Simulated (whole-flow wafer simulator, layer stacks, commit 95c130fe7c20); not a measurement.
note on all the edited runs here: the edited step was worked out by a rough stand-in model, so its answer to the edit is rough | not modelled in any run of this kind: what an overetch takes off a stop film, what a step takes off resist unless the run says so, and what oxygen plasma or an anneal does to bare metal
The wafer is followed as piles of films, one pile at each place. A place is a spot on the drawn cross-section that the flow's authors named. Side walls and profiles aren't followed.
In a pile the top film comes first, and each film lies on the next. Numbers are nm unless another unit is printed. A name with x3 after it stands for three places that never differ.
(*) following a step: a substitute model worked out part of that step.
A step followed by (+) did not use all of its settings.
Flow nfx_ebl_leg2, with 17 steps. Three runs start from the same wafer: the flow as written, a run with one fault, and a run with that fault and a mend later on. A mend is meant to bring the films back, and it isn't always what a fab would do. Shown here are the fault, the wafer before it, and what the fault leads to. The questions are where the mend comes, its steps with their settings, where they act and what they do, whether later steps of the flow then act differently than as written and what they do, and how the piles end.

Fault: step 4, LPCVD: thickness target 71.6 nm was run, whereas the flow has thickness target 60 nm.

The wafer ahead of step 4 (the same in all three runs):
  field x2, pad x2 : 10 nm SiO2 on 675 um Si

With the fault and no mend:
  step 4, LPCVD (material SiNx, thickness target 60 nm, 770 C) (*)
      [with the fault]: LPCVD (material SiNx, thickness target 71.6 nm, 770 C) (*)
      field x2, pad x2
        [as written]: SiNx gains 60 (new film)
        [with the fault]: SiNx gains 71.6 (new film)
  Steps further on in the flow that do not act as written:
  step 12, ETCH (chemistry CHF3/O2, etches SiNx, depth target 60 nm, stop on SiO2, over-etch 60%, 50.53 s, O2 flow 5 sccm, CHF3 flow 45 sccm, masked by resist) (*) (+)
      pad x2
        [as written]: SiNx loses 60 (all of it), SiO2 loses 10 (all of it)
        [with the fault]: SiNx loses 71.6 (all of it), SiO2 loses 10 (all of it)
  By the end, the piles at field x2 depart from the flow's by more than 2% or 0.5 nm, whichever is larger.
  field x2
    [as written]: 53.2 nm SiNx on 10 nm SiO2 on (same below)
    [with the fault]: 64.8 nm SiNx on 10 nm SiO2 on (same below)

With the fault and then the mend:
  The mend follows step 5.
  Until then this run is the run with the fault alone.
  step 5a, ETCH (chemistry h3po4, depth target 11.6 nm)
      field x2, pad x2
        SiNx loses 11.6
  None of the later steps of the flow acts differently than as written at any place that is followed.
  The piles end the same as the flow's at every place that both follow.
